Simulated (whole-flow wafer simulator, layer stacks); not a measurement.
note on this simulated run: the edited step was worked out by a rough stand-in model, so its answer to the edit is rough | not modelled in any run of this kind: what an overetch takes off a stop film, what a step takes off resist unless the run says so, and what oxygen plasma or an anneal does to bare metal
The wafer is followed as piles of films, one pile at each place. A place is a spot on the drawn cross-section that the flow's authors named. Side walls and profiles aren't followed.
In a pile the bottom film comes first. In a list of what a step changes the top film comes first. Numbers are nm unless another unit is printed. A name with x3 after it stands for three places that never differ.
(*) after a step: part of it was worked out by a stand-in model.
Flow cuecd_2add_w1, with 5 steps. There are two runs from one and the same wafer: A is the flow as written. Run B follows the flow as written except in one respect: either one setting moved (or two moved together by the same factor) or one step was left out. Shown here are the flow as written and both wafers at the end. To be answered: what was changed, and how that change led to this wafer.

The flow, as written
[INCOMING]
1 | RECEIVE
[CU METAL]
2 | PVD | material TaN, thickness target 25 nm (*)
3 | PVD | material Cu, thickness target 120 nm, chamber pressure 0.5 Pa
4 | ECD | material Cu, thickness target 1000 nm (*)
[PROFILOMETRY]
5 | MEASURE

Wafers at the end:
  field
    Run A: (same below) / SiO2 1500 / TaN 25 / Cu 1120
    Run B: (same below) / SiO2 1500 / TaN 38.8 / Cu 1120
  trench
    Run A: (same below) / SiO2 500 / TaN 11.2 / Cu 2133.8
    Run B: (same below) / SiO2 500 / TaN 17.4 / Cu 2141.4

The reason: step 2, PVD: thickness target 38.8 nm was run, though the flow has thickness target 25 nm.
The wafer lets one read it off: field has TaN 38.8, and step 2 as written asks for 25 nm.

The path from the change to this, step by step:
  2 | PVD | material TaN, thickness target 25 nm (*)
      field: A +25 TaN (new film) | B +38.8 TaN (new film)
      trench: A +11.2 TaN (new film) | B +17.4 TaN (new film)
